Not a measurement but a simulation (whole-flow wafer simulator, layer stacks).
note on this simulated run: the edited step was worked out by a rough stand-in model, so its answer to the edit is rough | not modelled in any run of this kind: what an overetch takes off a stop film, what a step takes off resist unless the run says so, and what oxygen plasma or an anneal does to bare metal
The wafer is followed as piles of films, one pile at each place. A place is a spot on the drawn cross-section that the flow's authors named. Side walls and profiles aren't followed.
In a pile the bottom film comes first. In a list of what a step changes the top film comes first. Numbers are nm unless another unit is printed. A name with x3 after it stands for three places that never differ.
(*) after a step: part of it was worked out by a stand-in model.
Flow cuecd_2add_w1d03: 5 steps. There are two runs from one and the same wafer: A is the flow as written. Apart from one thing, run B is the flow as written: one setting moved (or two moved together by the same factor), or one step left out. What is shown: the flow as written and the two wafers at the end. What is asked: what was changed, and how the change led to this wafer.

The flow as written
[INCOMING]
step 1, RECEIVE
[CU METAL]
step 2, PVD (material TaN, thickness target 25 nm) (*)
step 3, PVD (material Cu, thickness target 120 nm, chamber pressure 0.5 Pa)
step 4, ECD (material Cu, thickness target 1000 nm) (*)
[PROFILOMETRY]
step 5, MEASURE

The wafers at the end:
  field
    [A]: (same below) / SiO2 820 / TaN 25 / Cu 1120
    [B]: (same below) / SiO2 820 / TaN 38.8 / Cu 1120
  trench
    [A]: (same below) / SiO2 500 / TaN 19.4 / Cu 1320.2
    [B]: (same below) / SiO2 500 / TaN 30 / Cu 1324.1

The reason: step 2, PVD: thickness target 38.8 nm was run, while the flow as written has thickness target 25 nm.
The wafer lets one read it off: field has TaN 38.8, and step 2 as written asks for 25 nm.

Step by step, how the change led to this:
  step 2, PVD (material TaN, thickness target 25 nm) (*)
      field: A TaN gains 25 (new film) | B TaN gains 38.8 (new film)
      trench: A TaN gains 19.4 (new film) | B TaN gains 30 (new film)
